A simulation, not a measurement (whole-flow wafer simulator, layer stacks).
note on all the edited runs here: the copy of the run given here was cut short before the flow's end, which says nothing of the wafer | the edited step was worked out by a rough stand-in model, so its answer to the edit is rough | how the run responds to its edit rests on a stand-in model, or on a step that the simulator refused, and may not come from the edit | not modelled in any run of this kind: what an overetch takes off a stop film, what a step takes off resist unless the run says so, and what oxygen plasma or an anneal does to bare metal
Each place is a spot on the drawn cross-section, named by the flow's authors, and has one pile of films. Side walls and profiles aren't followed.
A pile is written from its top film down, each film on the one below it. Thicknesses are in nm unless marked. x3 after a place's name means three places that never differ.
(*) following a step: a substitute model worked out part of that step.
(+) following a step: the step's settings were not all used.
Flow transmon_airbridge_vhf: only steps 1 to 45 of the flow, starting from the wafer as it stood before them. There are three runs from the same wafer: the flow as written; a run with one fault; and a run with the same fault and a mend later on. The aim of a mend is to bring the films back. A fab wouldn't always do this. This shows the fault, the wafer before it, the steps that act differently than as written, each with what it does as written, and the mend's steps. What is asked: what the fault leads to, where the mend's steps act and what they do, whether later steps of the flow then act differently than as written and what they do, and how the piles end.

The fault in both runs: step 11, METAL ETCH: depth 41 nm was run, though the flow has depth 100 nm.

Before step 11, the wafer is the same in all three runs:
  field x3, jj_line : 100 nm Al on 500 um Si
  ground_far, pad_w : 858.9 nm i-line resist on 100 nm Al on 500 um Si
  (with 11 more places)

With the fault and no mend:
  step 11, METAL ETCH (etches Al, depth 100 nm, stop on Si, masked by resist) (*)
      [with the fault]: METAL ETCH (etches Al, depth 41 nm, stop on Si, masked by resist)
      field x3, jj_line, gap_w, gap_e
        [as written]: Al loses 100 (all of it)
        [with the fault]: Al loses 41
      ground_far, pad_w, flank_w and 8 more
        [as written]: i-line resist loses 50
        [with the fault]: i-line resist loses 20.5
  Later steps of the flow acting differently than as written (not shown: 10 more steps that differ only slightly, by at most 2% or 0.5 nm, whichever is larger):
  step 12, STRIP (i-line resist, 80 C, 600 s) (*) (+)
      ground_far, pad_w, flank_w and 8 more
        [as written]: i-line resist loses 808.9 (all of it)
        [with the fault]: i-line resist loses 838.4 (all of it)
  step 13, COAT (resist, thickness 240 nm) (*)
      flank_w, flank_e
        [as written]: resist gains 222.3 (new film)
        [with the fault]: resist gains 232 (new film)
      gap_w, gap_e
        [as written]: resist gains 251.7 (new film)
        [with the fault]: resist gains 245.2 (new film)
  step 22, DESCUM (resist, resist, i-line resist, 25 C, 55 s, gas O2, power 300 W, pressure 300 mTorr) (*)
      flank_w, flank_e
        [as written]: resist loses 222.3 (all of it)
        [with the fault]: resist loses 232 (all of it)
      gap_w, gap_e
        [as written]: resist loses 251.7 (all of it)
        [with the fault]: resist loses 245.2 (all of it)
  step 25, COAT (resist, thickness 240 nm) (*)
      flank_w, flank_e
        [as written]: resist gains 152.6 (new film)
        [with the fault]: resist gains 160.1 (new film)
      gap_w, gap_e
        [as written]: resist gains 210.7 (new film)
        [with the fault]: resist gains 204.3 (new film)
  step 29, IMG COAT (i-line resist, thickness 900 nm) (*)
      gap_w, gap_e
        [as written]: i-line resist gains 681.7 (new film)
        [with the fault]: i-line resist gains 666.3 (new film)
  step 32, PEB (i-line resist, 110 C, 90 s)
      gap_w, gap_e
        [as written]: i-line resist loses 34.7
        [with the fault]: i-line resist loses 33.9
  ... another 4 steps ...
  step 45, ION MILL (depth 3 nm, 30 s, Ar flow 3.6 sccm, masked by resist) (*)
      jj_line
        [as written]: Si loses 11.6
        [with the fault]: Al loses 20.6
  At field x3, jj_line, flank_w, gap_w, gap_e, flank_e, the piles at the end differ from the flow's by more than 2% or 0.5 nm, whichever is larger.
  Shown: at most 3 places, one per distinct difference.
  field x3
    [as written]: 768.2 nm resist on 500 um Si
    [with the fault]: 768.2 nm resist on 59 nm Al on 500 um Si
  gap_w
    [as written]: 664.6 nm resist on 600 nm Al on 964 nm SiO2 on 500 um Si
    [with the fault]: 648.8 nm resist on 600 nm Al on 964 nm SiO2 on 59 nm Al on 500 um Si
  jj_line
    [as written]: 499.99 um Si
    [with the fault]: 38.4 nm Al on 500 um Si

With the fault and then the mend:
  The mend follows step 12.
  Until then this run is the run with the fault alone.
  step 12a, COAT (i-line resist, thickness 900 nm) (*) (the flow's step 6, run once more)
      field x3, jj_line, trace_open_s x2, margin_s, bridge_strip, margin_n
        i-line resist gains 900 (new film)
      pad_w, pad_e
        i-line resist gains 895 (new film)
      flank_w, flank_e
        i-line resist gains 890.4 (new film)
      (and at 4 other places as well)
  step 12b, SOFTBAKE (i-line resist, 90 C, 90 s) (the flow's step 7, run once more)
      flank_w, flank_e
        i-line resist loses 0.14
      gap_w, gap_e
        i-line resist gains 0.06
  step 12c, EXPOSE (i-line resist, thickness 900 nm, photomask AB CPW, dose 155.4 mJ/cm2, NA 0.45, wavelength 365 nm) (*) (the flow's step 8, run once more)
      does not change any film at any place that is followed
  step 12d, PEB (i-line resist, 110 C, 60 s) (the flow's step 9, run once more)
      field x3, jj_line, trace_open_s x2, margin_s, bridge_strip, margin_n
        i-line resist loses 41
      pad_w, pad_e
        i-line resist loses 40.8
      flank_w, flank_e
        i-line resist loses 40.6
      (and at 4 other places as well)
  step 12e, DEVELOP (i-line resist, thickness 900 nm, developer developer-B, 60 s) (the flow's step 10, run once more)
      pad_w, flank_w, flank_e, pad_e, trace_open_s x2, margin_s, bridge_strip, margin_n
        i-line resist loses 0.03
      field x3, jj_line
        i-line resist loses 859 (all of it)
      gap_w, gap_e
        i-line resist loses 880.4 (all of it)
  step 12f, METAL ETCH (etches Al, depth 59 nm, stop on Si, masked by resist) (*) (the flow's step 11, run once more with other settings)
      ground_far, pad_w, flank_w and 8 more
        i-line resist loses 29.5
      field x3, jj_line, gap_w, gap_e
        Al loses 59 (all of it)
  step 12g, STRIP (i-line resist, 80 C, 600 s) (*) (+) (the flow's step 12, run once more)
      trace_open_s x2, margin_s, bridge_strip, margin_n
        i-line resist loses 829.4 (all of it)
      pad_w, pad_e
        i-line resist loses 824.6 (all of it)
      flank_w, flank_e
        i-line resist loses 820.1 (all of it)
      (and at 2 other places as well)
  Later steps of the flow that are run all act as written at every place that is followed.
  The piles end the same as the flow's at every place that both follow.
